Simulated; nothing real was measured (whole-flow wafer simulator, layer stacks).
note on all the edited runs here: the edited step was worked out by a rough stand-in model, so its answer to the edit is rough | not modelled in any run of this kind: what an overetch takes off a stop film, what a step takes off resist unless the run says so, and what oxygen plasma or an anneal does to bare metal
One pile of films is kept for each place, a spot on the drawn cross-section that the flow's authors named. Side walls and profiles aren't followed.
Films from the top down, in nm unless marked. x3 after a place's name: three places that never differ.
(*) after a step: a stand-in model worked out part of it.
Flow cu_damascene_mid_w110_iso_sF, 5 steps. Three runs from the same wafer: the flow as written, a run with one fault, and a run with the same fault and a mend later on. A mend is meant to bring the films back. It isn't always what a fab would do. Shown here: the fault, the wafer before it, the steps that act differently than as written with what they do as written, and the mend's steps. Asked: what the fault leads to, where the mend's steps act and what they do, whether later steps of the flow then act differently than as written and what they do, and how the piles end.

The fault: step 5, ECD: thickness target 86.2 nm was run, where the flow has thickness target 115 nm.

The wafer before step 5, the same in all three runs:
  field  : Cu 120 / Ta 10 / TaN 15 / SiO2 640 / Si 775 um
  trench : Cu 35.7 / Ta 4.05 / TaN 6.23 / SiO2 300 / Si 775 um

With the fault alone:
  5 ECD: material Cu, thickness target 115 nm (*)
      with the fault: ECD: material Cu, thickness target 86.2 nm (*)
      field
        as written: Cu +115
        with the fault: Cu +86.2
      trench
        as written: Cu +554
        with the fault: Cu +525.2
  No later step of the flow acts differently than as written at any place that is followed.
  At the end the piles differ from the flow's by more than 2% or 0.5 nm, whichever is larger, at field, trench.
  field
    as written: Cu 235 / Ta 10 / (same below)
    with the fault: Cu 206.2 / Ta 10 / (same below)
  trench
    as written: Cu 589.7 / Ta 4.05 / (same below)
    with the fault: Cu 560.9 / Ta 4.05 / (same below)

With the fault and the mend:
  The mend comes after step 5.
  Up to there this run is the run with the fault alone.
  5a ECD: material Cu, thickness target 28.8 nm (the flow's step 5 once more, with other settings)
      field, trench
        Cu +28.8
  No later step of the flow acts differently than as written at any place that is followed.
  At the end the piles are the same as the flow's at every place that both follow.
